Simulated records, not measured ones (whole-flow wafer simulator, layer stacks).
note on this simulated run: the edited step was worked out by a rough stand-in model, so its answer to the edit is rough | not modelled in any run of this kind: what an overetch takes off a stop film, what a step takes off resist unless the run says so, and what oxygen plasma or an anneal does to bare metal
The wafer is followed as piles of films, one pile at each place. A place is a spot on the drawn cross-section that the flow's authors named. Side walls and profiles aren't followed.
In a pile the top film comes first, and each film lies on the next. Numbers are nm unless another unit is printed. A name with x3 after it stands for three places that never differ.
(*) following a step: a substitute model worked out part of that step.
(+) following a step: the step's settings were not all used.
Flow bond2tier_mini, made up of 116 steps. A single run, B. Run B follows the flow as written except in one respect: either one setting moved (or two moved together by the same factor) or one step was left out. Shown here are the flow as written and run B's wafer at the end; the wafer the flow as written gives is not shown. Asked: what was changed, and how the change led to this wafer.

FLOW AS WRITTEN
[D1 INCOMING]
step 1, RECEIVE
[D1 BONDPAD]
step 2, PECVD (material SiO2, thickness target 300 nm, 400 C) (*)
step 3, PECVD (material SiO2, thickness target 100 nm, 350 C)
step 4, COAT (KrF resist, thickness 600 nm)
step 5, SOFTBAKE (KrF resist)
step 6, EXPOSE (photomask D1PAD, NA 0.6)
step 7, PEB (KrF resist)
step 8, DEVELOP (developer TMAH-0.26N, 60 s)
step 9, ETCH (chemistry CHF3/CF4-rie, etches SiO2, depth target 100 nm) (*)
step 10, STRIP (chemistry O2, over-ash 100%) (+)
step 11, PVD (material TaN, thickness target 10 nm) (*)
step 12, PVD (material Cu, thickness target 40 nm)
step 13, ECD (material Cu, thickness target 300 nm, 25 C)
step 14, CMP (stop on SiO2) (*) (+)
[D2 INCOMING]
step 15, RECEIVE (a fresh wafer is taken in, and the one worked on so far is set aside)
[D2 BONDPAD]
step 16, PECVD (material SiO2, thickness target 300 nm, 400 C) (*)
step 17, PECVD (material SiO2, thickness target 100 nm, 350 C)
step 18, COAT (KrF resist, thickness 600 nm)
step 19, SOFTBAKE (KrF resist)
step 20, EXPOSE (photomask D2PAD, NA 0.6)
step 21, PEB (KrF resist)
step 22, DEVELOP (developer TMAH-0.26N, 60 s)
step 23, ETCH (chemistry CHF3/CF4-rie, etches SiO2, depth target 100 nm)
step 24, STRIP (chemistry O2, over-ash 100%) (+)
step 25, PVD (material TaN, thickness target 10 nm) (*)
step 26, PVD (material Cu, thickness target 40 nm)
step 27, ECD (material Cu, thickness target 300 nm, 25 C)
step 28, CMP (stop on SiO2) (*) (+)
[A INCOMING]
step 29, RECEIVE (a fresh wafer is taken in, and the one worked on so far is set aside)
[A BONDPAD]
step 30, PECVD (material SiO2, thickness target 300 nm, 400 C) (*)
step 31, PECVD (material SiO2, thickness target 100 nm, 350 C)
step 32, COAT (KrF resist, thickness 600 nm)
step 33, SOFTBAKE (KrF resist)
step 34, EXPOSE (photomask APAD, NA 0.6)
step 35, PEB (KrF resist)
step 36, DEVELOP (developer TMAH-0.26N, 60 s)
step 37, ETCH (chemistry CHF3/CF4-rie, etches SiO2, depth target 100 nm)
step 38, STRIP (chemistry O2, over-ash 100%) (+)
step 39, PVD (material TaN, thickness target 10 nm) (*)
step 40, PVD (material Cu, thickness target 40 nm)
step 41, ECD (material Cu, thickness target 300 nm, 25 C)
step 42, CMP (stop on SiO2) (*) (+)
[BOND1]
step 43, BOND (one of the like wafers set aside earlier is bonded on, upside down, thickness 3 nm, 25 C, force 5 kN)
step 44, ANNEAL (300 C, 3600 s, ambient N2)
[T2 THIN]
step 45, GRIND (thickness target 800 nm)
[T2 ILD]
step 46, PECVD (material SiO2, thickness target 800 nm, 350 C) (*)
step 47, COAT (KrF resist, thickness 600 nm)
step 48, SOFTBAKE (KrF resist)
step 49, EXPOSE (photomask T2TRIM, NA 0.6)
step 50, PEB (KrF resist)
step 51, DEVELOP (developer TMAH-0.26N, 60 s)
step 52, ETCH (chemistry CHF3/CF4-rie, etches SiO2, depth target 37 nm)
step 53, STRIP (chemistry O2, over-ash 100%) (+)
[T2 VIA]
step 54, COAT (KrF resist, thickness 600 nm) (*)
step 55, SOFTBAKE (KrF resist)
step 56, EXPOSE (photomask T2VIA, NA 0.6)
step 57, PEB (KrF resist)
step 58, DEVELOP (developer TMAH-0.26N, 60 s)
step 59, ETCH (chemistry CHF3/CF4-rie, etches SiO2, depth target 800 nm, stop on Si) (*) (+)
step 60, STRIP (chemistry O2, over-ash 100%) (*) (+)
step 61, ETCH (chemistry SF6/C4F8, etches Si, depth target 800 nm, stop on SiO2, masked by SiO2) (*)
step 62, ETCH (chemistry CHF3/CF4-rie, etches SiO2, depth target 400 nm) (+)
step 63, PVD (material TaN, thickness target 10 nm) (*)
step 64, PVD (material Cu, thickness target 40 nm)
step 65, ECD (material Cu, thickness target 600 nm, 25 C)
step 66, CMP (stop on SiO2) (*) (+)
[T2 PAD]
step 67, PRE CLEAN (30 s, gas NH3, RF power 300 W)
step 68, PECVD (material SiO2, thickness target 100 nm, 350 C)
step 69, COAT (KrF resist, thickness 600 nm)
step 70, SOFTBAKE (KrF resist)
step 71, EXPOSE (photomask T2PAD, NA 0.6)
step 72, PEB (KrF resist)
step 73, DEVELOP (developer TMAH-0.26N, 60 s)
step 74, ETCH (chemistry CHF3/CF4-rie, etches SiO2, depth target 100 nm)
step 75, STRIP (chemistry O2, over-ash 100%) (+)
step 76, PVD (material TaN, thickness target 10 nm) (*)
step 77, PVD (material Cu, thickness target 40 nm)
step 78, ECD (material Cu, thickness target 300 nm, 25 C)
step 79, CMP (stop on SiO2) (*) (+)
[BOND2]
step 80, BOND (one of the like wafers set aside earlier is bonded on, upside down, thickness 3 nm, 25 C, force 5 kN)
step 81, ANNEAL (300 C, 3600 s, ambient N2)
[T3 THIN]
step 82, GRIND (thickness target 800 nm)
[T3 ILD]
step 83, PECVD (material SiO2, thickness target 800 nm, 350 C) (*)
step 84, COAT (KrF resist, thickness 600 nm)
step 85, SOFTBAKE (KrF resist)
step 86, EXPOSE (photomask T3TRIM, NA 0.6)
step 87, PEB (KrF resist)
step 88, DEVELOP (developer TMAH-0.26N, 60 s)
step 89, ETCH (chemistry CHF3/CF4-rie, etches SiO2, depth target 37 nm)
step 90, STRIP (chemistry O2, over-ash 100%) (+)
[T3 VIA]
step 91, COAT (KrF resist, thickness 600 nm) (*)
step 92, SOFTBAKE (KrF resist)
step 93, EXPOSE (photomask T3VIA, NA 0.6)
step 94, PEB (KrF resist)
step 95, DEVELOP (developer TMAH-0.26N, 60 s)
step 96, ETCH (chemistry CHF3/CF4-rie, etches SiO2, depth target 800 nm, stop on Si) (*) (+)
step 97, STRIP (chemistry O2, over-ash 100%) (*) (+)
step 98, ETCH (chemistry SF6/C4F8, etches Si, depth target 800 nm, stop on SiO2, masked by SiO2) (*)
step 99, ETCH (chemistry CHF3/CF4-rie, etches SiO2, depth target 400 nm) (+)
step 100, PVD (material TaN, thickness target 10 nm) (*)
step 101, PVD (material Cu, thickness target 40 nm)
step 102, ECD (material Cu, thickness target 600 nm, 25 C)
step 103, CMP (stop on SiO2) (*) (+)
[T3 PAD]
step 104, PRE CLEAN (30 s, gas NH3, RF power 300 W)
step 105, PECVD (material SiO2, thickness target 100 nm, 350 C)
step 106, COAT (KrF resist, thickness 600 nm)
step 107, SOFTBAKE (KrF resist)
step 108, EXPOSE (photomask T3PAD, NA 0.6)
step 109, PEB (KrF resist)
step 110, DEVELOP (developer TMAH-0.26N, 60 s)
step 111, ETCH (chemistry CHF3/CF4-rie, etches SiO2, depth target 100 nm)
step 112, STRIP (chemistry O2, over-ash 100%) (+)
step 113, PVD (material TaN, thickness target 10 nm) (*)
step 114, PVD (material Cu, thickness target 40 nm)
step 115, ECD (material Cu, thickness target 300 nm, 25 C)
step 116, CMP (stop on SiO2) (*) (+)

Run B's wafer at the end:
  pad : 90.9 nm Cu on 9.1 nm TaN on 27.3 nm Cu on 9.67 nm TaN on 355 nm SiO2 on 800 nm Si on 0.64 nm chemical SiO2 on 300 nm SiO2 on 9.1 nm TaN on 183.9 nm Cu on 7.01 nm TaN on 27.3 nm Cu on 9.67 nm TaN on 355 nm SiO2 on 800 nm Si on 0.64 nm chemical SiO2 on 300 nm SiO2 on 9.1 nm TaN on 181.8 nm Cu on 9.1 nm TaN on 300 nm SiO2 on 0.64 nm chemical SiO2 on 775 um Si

The reason: step 76, PVD: thickness target 7.7 nm was run, though the flow has thickness target 10 nm.

The path from the change to this, step by step:
  step 76, PVD (material TaN, thickness target 10 nm) (*)
      field: TaN gains 7.7 (new film) (it would be, as written: TaN gains 10 (new film))
      pad: TaN gains 7.01 (new film) (it would be, as written: TaN gains 9.1 (new film))
  step 79, CMP (stop on SiO2) (*) (+)
      field: Cu loses 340 (all of it), TaN loses 7.7 (all of it) (it would be, as written: Cu loses 340 (all of it), TaN loses 10 (all of it))
